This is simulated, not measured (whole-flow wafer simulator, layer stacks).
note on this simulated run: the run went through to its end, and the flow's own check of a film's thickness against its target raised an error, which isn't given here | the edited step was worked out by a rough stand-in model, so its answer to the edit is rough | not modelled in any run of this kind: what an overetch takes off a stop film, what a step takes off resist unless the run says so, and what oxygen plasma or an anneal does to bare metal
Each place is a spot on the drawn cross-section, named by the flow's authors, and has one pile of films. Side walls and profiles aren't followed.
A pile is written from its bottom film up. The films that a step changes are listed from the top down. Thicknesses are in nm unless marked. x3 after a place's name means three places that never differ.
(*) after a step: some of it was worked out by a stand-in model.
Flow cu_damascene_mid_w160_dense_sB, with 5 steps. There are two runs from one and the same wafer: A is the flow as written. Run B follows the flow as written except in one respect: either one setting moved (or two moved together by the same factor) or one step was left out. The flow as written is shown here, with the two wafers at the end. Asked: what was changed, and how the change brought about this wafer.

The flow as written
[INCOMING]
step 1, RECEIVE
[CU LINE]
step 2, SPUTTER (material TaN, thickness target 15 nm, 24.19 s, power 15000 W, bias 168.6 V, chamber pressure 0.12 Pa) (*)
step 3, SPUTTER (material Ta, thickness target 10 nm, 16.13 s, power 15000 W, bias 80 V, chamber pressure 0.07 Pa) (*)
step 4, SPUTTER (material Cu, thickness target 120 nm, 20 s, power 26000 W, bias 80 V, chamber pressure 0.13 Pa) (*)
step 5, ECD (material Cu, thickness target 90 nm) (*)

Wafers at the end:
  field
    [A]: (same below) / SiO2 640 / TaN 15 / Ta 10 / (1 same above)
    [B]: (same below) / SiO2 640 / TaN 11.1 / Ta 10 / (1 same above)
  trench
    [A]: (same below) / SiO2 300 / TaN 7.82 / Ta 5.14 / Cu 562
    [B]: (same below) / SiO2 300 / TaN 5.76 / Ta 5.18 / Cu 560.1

Cause: step 2, SPUTTER: power 11070 W was run, whereas the flow has power 15000 W.

Step by step, how the change led to this:
  step 2, SPUTTER (material TaN, thickness target 15 nm, 24.19 s, power 15000 W, bias 168.6 V, chamber pressure 0.12 Pa) (*)
      field: A +15 TaN (new film) | B +11.1 TaN (new film)
      trench: A +7.82 TaN (new film) | B +5.76 TaN (new film)
